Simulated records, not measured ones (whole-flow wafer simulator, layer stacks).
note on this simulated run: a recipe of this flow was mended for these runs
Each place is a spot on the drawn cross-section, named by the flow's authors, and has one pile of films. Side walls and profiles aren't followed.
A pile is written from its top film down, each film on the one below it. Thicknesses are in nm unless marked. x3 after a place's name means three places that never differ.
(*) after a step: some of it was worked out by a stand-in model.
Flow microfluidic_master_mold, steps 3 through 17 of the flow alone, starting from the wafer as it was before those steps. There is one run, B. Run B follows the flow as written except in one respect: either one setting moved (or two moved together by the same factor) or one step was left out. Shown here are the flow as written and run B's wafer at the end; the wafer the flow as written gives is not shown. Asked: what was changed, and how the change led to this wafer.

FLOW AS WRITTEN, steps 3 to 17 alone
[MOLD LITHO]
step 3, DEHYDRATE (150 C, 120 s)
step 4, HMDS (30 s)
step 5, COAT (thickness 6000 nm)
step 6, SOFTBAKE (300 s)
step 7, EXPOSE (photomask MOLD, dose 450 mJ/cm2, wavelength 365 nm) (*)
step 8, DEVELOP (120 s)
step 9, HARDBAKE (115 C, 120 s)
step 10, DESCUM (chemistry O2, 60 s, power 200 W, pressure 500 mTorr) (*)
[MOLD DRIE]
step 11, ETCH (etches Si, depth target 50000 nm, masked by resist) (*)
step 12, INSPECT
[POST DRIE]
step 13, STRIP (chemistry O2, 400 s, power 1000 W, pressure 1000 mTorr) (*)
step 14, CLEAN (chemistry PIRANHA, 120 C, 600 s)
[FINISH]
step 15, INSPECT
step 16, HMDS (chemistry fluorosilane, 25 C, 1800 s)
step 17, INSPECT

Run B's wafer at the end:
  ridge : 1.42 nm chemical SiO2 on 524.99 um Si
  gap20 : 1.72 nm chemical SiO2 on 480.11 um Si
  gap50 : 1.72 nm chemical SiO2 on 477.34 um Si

The reason: step 5, COAT: thickness 5550 nm was run, though the flow has thickness 6000 nm.

The path from the change to this, step by step:
  step 5, COAT (thickness 6000 nm)
      ridge, gap20, gap50, gap200 x2: +5550 thick-i-line-resist (new film) (in the flow as written it would be: +6000 thick-i-line-resist (new film))
  step 8, DEVELOP (120 s)
      gap20, gap50, gap200 x2: -5550 thick-i-line-resist (all of it) (in the flow as written it would be: -6000 thick-i-line-resist (all of it))
  step 9, HARDBAKE (115 C, 120 s)
      ridge: -30 thick-i-line-resist (in the flow as written it would be: -33.5 thick-i-line-resist)
  step 11, ETCH (etches Si, depth target 50000 nm, masked by resist) (*)
      gap20: -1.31 chemical SiO2 (all of it), -44.88 um Si (in the flow as written it would be: -1.31 chemical SiO2 (all of it), -44.81 um Si)
      gap50: -1.31 chemical SiO2 (all of it), -47.66 um Si (in the flow as written it would be: -1.31 chemical SiO2 (all of it), -47.62 um Si)
  step 13, STRIP (chemistry O2, 400 s, power 1000 W, pressure 1000 mTorr) (*)
      ridge: -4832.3 thick-i-line-resist (all of it), +0.82 chemical SiO2, -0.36 Si (in the flow as written it would be: -5278.7 thick-i-line-resist (all of it), +0.78 chemical SiO2, -0.34 Si)
